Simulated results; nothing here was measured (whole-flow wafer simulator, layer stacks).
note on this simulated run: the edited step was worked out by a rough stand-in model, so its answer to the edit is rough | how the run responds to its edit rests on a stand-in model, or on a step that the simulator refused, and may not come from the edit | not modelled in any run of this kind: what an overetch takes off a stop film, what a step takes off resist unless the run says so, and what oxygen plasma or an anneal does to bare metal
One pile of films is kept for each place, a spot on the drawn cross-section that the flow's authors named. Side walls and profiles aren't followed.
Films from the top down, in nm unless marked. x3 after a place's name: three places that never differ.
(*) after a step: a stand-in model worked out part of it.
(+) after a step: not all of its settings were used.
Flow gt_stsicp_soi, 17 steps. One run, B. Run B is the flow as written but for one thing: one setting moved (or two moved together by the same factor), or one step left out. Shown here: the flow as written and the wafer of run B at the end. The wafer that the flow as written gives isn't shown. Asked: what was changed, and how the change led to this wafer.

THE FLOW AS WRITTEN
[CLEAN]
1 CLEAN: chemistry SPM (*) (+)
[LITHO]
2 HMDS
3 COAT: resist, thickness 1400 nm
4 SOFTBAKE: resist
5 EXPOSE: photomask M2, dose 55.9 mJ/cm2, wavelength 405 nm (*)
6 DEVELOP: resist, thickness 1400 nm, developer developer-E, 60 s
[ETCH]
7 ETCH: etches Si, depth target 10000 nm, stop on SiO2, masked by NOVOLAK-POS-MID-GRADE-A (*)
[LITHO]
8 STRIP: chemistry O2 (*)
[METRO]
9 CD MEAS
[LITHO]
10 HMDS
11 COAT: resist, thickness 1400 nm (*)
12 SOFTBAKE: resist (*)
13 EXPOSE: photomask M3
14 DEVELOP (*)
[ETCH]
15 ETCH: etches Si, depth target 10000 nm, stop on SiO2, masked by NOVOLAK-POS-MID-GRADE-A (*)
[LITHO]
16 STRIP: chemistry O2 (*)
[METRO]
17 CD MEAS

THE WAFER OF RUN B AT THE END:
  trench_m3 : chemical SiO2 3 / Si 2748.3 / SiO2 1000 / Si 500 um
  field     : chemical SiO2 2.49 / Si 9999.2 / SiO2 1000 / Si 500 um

The cause: step 15, ETCH: depth target 7250 nm was run, where the flow has depth target 10000 nm.

How the change led to this, step by step:
  15 ETCH: etches Si, depth target 10000 nm, stop on SiO2, masked by NOVOLAK-POS-MID-GRADE-A (*)
      trench_m3: chemical SiO2 -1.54 (all of it), Si -7250 (as written it would be: chemical SiO2 -1.54 (all of it), Si -9999.6 (all of it))
      field, trench_m2: resist -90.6 (as written it would be: resist -125)
  16 STRIP: chemistry O2 (*)
      trench_m3: chemical SiO2 +3 (new film), Si -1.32 (as written it would be: nothing)
      field: resist -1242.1 (all of it), chemical SiO2 +0.94, Si -0.41 (as written it would be: resist -1207.8 (all of it), chemical SiO2 +0.94, Si -0.41)
